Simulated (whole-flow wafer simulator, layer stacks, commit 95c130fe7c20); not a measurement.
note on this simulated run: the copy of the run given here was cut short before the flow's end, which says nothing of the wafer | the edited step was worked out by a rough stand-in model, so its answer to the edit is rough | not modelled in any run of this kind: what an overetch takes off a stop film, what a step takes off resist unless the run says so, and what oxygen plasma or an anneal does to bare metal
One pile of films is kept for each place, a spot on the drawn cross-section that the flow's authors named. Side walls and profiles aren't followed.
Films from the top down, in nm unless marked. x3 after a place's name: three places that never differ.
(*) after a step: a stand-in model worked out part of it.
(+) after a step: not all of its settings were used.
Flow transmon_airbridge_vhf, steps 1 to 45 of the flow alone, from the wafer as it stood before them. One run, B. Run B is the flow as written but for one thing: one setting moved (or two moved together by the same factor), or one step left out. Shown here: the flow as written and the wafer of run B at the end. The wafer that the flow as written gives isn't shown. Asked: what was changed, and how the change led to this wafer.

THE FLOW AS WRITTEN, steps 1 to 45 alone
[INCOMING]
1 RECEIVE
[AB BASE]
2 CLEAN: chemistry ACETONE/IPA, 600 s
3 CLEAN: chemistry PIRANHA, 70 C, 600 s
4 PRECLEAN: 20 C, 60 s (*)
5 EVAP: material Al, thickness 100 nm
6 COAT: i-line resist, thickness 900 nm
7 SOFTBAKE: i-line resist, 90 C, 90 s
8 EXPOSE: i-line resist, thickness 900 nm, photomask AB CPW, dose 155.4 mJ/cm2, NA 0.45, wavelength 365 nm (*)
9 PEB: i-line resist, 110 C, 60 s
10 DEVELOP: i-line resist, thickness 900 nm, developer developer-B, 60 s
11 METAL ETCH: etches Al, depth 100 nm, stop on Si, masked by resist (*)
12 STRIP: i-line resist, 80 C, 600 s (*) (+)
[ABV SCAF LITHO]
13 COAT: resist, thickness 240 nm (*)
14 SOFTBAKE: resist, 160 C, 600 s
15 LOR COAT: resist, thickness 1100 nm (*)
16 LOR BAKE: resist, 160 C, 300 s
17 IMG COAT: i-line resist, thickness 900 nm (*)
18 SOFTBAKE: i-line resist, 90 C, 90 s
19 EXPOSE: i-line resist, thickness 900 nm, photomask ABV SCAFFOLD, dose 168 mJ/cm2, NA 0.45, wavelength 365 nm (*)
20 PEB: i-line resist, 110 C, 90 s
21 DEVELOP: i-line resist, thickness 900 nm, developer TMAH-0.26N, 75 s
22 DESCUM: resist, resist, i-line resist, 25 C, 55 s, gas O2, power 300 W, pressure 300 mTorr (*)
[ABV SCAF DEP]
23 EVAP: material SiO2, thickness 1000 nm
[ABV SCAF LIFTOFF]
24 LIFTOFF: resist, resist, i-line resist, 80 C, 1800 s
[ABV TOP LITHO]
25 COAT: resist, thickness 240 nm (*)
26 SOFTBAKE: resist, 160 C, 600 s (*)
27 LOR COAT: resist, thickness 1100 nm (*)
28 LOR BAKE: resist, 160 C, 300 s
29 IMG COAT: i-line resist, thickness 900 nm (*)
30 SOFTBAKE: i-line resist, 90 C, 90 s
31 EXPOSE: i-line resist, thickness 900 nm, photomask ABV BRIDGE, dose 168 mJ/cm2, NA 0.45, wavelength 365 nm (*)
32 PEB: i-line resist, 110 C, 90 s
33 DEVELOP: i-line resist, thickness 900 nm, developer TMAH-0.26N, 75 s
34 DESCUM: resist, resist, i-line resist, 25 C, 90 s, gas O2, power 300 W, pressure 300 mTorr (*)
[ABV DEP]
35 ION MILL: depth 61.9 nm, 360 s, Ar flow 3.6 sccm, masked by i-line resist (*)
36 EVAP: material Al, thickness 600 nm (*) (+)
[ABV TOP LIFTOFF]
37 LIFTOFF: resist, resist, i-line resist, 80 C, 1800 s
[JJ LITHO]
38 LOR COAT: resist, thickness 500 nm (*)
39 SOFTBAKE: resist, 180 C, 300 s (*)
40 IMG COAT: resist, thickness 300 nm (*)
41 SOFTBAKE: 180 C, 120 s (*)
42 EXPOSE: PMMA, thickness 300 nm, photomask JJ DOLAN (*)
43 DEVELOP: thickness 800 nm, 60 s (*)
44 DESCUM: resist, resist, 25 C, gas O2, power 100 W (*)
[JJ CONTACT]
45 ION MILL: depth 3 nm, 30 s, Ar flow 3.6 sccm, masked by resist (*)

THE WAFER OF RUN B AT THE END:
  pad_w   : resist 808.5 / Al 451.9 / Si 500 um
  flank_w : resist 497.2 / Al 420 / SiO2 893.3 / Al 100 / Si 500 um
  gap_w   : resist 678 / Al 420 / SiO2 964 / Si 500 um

The cause: step 36, EVAP: thickness 420 nm was run, where the flow has thickness 600 nm.
It can be read off the wafer: flank_w has Al 420, and step 36 as written asks for 600 nm.

How the change led to this, step by step:
  36 EVAP: material Al, thickness 600 nm (*) (+)
      field x3, jj_line, ground_far and 10 more: Al +420 (new film) (as written it would be: Al +600 (new film))
      pad_w, pad_e: Al +413.9 (as written it would be: Al +591.2)
  37 LIFTOFF: resist, resist, i-line resist, 80 C, 1800 s
      field x3, jj_line, trace_open_s x2: Al -420 (all of it), i-line resist -600 (all of it), resist -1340 (all of it) (as written it would be: Al -600 (all of it), i-line resist -600 (all of it), resist -1340 (all of it))
      margin_s, margin_n: Al -420 (all of it), i-line resist -318.3 (all of it), resist -992 (all of it) (as written it would be: Al -600 (all of it), i-line resist -318.3 (all of it), resist -992 (all of it))
      (and at 1 more place)
  38 LOR COAT: resist, thickness 500 nm (*)
      pad_w, pad_e: resist +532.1 (new film) (as written it would be: resist +517 (new film))
      margin_s, margin_n: resist +429.5 (new film) (as written it would be: resist +445.3 (new film))
      (and at 1 more place)
  40 IMG COAT: resist, thickness 300 nm (*)
      pad_w, pad_e: resist +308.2 (as written it would be: resist +300.1)
      flank_w, flank_e: resist +218.2 (as written it would be: resist +212.1)
      (and at 4 more places)
